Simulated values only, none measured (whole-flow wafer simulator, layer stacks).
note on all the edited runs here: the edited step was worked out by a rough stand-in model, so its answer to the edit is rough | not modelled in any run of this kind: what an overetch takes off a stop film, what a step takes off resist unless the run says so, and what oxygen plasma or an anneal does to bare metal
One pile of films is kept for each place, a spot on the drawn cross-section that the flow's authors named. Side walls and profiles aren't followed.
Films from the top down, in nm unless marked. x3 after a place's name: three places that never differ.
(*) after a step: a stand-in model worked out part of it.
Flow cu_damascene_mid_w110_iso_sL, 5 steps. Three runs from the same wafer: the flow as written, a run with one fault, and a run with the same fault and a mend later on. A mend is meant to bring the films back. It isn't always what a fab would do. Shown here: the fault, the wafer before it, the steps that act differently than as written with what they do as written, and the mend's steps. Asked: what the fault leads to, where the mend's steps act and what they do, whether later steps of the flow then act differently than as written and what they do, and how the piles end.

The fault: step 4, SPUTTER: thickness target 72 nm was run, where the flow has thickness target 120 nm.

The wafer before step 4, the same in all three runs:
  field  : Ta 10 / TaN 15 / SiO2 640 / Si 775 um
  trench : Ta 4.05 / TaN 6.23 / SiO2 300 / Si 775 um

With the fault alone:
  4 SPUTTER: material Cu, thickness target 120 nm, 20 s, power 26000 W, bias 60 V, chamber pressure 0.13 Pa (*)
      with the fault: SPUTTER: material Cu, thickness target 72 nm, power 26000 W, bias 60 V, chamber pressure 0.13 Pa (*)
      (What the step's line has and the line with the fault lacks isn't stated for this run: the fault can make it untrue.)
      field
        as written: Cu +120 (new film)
        with the fault: Cu +72 (new film)
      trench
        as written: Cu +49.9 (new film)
        with the fault: Cu +30 (new film)
  Later steps of the flow that act differently than as written:
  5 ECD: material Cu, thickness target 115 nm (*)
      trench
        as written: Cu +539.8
        with the fault: Cu +511.8
  At the end the piles differ from the flow's by more than 2% or 0.5 nm, whichever is larger, at field, trench.
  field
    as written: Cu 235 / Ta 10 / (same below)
    with the fault: Cu 187 / Ta 10 / (same below)
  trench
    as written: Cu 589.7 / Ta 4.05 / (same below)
    with the fault: Cu 541.7 / Ta 4.05 / (same below)

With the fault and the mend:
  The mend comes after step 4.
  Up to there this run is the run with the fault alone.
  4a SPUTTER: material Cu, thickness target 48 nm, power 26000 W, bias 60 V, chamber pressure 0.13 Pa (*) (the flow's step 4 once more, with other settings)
      field
        Cu +48
      trench
        Cu +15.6
  No later step of the flow acts differently than as written, at any place that is followed, by more than 2% or 0.5 nm, whichever is larger.
  At the end the piles are the same as the flow's at every place that both follow.
